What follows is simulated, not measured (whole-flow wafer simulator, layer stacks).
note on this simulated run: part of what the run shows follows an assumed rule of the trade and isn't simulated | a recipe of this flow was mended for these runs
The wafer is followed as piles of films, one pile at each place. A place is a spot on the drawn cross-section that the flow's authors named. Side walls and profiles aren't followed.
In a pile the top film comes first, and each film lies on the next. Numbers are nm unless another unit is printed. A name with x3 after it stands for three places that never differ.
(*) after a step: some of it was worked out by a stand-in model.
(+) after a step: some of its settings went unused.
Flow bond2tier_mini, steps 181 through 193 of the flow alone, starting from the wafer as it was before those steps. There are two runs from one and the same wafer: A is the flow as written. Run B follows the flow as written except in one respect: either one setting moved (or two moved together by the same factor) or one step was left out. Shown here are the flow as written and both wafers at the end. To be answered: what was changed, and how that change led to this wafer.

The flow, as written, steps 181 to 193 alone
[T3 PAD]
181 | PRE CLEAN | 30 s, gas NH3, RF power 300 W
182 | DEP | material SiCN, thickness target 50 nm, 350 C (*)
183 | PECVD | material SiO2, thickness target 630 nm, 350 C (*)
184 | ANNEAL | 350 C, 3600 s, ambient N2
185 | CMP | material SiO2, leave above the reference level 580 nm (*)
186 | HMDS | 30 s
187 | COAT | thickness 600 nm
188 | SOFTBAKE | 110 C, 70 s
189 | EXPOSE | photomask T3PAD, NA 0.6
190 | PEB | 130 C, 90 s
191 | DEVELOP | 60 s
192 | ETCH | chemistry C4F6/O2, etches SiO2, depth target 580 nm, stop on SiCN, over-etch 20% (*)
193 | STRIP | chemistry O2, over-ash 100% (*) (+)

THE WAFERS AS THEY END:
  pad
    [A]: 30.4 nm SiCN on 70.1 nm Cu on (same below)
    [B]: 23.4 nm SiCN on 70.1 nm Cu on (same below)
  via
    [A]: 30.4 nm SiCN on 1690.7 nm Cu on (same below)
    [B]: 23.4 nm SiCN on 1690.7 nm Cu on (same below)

Cause: step 192, ETCH: depth target 615 nm was run, though the flow has depth target 580 nm.

How this came from the change, step by step:
  192 | ETCH | chemistry C4F6/O2, etches SiO2, depth target 580 nm, stop on SiCN, over-etch 20% (*)
      pad, via: A SiO2 loses 580 (all of it), SiCN loses 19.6 | B SiO2 loses 580 (all of it), SiCN loses 26.6
      field: A thick-KrF-resist loses 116 | B thick-KrF-resist loses 123
